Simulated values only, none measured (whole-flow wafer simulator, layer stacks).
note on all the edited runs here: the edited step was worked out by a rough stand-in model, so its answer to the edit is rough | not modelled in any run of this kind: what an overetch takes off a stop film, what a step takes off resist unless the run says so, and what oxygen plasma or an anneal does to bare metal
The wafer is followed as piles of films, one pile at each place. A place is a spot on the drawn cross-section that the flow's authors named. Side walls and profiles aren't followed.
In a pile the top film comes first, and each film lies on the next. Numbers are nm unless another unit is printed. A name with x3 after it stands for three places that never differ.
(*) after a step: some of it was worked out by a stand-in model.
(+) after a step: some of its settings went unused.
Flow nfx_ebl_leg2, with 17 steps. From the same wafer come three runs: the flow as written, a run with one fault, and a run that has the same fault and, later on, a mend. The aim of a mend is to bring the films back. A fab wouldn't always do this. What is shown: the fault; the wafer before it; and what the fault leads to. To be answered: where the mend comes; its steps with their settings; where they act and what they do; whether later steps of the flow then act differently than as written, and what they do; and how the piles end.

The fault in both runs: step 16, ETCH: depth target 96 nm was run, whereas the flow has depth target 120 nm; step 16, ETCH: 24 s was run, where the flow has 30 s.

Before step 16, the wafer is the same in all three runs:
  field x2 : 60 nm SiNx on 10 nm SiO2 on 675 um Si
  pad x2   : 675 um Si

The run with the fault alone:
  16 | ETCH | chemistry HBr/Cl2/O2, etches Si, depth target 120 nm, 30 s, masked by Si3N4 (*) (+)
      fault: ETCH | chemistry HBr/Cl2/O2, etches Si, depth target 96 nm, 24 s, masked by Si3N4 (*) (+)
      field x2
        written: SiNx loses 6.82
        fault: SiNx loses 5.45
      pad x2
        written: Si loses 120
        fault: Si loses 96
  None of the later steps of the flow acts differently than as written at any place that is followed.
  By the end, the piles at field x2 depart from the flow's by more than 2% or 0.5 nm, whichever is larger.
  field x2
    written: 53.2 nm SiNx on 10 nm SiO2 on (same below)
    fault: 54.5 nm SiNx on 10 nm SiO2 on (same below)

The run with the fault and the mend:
  The mend follows step 17.
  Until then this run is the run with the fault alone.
  17a | ETCH | chemistry HBr/Cl2/O2, etches Si, depth target 24 nm, 6 s, masked by Si3N4 (*) (+) (the flow's step 16 again, with other settings)
      field x2
        SiNx loses 1.36
      pad x2
        Si loses 24
  None of the later steps of the flow acts differently than as written at any place that is followed.
  At every place that both follow, the piles at the end match the flow's.
